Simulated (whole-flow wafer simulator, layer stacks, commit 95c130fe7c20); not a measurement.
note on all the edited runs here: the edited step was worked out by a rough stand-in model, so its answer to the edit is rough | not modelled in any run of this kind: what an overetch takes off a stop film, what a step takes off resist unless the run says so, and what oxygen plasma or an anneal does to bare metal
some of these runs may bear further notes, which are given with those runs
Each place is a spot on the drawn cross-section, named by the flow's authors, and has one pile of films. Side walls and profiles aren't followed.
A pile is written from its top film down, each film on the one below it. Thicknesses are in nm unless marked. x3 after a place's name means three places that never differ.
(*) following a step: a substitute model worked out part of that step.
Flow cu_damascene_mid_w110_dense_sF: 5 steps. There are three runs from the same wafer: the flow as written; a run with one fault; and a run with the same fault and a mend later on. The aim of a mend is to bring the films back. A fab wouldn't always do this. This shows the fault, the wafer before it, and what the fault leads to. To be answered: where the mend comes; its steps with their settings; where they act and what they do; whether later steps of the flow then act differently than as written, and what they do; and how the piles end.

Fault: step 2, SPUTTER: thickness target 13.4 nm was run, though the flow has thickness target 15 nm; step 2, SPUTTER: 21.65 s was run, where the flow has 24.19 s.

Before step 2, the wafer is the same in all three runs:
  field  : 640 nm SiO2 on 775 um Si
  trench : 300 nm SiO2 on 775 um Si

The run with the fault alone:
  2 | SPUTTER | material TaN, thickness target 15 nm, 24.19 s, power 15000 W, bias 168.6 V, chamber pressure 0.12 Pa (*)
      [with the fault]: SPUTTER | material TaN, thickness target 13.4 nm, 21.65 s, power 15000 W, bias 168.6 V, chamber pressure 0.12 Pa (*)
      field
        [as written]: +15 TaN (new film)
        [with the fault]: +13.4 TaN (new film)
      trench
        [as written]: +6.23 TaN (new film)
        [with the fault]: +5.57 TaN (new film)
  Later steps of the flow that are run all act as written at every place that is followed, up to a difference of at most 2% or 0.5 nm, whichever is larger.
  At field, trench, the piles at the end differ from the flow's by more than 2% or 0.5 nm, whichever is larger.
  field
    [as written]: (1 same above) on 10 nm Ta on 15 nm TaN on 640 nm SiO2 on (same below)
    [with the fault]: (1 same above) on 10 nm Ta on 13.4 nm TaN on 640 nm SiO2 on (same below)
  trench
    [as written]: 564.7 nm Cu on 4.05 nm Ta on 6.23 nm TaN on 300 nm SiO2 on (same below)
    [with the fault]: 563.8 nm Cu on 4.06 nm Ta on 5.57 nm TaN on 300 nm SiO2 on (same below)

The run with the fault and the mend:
  The mend stands after step 2.
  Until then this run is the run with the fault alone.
  2a | SPUTTER | material TaN, thickness target 1.575 nm, 2.54 s, power 15000 W, bias 168.6 V, chamber pressure 0.12 Pa (*) (a further turn of the flow's step 2, with different settings)
      field
        +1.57 TaN
      trench
        +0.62 TaN
  Later steps of the flow that are run all act as written at every place that is followed.
  The piles end only slightly different from the flow's at the places that both follow, by no more than 2% or 0.5 nm, whichever is larger.
